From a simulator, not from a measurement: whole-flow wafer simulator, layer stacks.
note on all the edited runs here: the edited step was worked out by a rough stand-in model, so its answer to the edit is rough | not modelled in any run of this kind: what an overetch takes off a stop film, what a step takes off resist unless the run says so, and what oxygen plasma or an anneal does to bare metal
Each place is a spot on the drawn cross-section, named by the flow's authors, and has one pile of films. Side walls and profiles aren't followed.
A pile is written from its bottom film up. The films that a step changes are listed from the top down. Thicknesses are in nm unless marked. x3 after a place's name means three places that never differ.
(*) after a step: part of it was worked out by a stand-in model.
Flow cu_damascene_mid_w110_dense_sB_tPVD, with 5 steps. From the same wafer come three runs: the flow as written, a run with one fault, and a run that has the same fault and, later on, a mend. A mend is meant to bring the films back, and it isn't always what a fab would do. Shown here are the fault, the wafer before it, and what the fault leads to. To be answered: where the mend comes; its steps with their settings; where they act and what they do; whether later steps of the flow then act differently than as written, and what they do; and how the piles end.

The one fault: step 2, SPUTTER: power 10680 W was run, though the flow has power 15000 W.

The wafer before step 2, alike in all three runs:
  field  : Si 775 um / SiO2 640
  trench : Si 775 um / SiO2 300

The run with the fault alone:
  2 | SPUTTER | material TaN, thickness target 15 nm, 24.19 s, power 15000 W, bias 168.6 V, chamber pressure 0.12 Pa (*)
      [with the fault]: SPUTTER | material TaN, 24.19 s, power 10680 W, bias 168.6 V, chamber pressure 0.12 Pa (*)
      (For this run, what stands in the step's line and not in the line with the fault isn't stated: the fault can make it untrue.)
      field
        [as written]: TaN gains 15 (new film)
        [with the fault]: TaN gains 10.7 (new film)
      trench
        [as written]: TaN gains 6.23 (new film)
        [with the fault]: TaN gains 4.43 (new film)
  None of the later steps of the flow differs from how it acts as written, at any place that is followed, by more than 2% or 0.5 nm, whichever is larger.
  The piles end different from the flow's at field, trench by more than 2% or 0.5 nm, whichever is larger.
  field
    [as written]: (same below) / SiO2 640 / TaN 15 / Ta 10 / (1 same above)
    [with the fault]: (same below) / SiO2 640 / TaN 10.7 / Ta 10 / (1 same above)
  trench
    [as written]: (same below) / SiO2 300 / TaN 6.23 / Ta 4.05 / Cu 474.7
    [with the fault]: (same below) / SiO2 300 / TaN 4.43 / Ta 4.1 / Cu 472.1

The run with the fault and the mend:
  The mend stands after step 2.
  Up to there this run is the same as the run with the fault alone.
  2a | SPUTTER | material TaN, thickness target 4.3 nm, 6.971 s, power 15000 W, bias 168.6 V, chamber pressure 0.12 Pa (*) (the flow's step 2 again, with other settings)
      field
        TaN gains 4.3
      trench
        TaN gains 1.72
  None of the later steps of the flow differs from how it acts as written, at any place that is followed, by more than 2% or 0.5 nm, whichever is larger.
  When the end is reached, the piles differ only a little from the flow's at the places that both follow, at most by 2% or 0.5 nm, whichever is larger.
